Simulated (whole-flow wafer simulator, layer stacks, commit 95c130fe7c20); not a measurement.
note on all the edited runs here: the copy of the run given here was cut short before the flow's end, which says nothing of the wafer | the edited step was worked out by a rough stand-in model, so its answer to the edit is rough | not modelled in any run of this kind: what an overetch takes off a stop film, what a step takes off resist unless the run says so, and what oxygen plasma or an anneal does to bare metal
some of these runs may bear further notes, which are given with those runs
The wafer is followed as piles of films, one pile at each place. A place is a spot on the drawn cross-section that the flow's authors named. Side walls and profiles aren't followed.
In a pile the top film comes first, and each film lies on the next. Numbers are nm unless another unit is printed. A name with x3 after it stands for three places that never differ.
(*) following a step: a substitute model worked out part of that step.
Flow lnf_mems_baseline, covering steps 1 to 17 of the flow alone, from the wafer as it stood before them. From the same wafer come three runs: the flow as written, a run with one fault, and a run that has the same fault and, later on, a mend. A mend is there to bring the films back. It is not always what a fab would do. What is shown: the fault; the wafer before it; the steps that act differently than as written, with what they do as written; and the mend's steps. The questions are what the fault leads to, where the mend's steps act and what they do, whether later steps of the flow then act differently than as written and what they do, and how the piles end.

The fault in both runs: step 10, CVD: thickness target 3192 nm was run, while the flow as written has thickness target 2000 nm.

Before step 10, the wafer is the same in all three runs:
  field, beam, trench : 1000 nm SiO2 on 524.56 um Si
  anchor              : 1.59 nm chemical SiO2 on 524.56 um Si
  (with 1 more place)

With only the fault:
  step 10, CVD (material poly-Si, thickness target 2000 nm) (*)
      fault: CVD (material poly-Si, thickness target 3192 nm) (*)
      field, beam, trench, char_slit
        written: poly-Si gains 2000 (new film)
        fault: poly-Si gains 3192 (new film)
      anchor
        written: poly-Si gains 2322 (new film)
        fault: poly-Si gains 3816.7 (new film)
  Steps later in the flow that act otherwise than as written (1 more step, not shown, differs only slightly: by at most 2% or 0.5 nm, whichever is larger):
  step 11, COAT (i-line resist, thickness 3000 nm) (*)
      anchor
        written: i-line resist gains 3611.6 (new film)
        fault: i-line resist gains 3326.2 (new film)
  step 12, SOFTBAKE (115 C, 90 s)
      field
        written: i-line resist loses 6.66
        fault: i-line resist loses 5.03
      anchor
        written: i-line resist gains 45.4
        fault: i-line resist gains 33.1
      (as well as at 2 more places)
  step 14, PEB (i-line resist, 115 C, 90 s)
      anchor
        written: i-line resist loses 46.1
        fault: i-line resist loses 40.9
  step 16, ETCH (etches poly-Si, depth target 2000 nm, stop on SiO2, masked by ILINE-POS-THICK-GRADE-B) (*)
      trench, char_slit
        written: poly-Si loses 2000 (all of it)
        fault: poly-Si loses 2000
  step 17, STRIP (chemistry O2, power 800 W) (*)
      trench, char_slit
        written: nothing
        fault: chemical SiO2 gains 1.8 (new film), poly-Si loses 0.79
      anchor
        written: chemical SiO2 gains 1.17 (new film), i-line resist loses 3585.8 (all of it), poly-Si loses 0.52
        fault: chemical SiO2 gains 1.15 (new film), i-line resist loses 3293.3 (all of it), poly-Si loses 0.51
  The piles end different from the flow's at field, anchor, beam, trench, char_slit by more than 2% or 0.5 nm, whichever is larger.
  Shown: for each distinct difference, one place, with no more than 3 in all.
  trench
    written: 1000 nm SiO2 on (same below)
    fault: 1.8 nm chemical SiO2 on 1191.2 nm poly-Si on 1000 nm SiO2 on (same below)
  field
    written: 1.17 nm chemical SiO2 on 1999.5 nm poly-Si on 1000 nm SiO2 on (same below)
    fault: 1.15 nm chemical SiO2 on 3191.5 nm poly-Si on 1000 nm SiO2 on (same below)
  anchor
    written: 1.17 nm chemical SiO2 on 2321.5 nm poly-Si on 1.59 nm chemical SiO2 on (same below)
    fault: 1.15 nm chemical SiO2 on 3816.2 nm poly-Si on 1.59 nm chemical SiO2 on (same below)

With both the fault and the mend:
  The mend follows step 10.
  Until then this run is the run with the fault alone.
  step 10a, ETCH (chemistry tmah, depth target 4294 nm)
      field, beam, trench, char_slit
        poly-Si loses 3192 (all of it)
      anchor
        poly-Si loses 3816.7 (all of it)
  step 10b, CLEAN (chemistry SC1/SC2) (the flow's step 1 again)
      leaves every film unchanged at each place that is followed
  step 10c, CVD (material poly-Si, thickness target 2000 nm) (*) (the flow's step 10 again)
      field, beam, trench, char_slit
        poly-Si gains 2000 (new film)
      anchor
        poly-Si gains 2322 (new film)
  Every later step of the flow that is run acts as written at every place that is followed.
  By the end, the piles equal the flow's at every place that both follow.
